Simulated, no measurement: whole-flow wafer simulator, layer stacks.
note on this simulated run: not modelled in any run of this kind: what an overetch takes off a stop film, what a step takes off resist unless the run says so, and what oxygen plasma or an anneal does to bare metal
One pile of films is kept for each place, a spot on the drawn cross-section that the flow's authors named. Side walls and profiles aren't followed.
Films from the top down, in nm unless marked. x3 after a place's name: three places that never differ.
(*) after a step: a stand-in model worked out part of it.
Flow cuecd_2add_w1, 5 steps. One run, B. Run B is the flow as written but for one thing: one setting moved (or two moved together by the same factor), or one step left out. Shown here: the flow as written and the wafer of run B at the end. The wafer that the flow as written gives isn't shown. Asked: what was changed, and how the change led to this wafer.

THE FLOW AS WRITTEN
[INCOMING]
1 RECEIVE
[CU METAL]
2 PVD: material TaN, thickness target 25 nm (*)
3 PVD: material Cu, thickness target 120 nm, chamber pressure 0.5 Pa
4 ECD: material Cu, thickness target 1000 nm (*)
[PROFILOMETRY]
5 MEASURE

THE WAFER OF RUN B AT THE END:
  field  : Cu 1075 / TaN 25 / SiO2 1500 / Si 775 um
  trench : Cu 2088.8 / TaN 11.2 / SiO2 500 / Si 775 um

The cause: step 3, PVD: thickness target 75 nm was run, where the flow has thickness target 120 nm.

How the change led to this, step by step:
  3 PVD: material Cu, thickness target 120 nm, chamber pressure 0.5 Pa
      field: Cu +75 (new film) (as written it would be: Cu +120 (new film))
      trench: Cu +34 (new film) (as written it would be: Cu +53.6 (new film))
